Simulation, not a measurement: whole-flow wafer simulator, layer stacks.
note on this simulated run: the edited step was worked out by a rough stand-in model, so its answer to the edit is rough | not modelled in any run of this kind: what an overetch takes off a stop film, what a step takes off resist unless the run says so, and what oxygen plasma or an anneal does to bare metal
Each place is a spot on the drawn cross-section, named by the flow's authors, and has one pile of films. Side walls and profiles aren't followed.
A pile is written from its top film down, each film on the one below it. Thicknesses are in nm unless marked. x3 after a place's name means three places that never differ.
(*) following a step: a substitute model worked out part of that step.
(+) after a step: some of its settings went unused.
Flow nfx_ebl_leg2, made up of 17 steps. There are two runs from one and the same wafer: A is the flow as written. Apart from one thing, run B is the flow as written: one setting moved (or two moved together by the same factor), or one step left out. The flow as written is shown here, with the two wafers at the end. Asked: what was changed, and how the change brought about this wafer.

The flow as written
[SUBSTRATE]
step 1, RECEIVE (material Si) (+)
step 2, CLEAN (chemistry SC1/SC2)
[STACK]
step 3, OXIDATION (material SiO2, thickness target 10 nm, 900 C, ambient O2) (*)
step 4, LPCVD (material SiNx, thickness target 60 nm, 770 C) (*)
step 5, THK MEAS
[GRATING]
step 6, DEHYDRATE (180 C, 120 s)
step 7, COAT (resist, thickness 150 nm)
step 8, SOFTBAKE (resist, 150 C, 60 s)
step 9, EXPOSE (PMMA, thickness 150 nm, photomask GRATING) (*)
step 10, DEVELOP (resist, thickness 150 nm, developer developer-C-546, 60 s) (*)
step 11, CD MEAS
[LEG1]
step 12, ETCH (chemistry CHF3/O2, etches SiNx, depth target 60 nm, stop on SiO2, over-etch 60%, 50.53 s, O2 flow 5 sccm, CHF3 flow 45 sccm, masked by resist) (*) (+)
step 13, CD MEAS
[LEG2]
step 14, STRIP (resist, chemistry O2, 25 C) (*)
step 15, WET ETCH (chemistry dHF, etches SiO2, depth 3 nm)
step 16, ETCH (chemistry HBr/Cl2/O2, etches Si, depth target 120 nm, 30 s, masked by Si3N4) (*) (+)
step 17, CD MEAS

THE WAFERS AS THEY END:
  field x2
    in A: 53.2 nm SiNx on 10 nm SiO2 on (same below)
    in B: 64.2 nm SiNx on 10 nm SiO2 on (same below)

The reason: step 4, LPCVD: thickness target 71 nm was run, while the flow as written has thickness target 60 nm.

Step by step, how the change led to this:
  step 4, LPCVD (material SiNx, thickness target 60 nm, 770 C) (*)
      field x2, pad x2: A SiNx gains 60 (new film) | B SiNx gains 71 (new film)
  step 12, ETCH (chemistry CHF3/O2, etches SiNx, depth target 60 nm, stop on SiO2, over-etch 60%, 50.53 s, O2 flow 5 sccm, CHF3 flow 45 sccm, masked by resist) (*) (+)
      pad x2: A SiNx loses 60 (all of it), SiO2 loses 10 (all of it) | B SiNx loses 71 (all of it), SiO2 loses 10 (all of it)
